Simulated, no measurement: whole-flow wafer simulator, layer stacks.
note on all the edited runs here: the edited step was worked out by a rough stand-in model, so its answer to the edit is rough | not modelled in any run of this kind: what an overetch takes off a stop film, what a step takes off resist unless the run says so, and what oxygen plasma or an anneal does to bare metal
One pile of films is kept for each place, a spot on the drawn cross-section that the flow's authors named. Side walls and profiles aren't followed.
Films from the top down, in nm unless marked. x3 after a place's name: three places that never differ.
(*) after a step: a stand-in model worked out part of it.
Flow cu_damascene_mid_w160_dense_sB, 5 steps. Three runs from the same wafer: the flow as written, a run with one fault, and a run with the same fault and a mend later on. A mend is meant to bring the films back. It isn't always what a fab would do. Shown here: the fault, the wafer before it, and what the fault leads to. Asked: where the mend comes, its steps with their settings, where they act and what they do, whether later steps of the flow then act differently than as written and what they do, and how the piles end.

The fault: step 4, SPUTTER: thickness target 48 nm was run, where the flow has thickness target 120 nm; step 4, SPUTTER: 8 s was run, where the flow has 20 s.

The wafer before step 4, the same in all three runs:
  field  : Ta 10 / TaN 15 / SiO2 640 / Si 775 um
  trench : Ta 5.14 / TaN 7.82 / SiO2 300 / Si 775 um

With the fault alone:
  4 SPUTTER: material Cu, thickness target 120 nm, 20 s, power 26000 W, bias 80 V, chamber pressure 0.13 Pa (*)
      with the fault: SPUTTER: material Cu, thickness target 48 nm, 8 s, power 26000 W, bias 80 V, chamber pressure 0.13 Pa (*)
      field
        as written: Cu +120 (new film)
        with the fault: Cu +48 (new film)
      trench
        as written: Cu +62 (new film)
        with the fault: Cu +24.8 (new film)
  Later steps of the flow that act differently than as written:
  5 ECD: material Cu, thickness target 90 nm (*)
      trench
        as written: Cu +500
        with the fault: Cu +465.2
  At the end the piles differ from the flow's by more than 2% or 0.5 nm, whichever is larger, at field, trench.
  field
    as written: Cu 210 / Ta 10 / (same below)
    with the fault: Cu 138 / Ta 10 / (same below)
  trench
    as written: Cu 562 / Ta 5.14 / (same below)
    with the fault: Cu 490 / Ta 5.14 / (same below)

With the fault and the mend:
  The mend comes after step 4.
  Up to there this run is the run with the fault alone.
  4a SPUTTER: material Cu, thickness target 72 nm, 12 s, power 26000 W, bias 80 V, chamber pressure 0.13 Pa (*) (the flow's step 4 once more, with other settings)
      field
        Cu +72
      trench
        Cu +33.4
  No later step of the flow acts differently than as written, at any place that is followed, by more than 2% or 0.5 nm, whichever is larger.
  At the end the piles are the same as the flow's at every place that both follow.
